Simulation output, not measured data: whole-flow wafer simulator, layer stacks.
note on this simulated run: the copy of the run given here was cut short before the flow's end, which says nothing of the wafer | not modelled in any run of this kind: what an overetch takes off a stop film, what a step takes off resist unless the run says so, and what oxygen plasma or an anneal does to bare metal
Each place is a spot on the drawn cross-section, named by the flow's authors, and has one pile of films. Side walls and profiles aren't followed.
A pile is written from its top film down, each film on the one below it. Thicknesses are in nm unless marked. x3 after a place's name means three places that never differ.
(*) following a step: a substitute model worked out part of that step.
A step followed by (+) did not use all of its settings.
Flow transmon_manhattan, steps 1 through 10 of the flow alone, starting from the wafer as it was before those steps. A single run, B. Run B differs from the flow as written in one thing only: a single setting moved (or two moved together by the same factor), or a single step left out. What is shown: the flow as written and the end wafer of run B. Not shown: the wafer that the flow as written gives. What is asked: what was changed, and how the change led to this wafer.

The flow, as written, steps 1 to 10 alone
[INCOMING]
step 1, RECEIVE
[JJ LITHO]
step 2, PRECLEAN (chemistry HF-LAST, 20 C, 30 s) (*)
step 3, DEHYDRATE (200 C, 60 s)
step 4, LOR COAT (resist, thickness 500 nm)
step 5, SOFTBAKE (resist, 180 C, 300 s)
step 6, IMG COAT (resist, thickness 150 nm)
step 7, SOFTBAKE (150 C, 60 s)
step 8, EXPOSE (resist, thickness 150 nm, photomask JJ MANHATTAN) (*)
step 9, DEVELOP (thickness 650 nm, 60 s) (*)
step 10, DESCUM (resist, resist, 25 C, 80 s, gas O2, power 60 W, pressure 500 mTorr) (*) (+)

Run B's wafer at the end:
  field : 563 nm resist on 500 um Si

The reason: step 6, IMG COAT: thickness 75 nm was run, while the flow as written has thickness 150 nm.

The path from the change to this, step by step:
  step 6, IMG COAT (resist, thickness 150 nm)
      field, chan_a x2: resist gains 75 (it would be, as written: resist gains 150)
  step 9, DEVELOP (thickness 650 nm, 60 s) (*)
      chan_a x2: resist loses 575 (all of it) (it would be, as written: resist loses 650 (all of it))
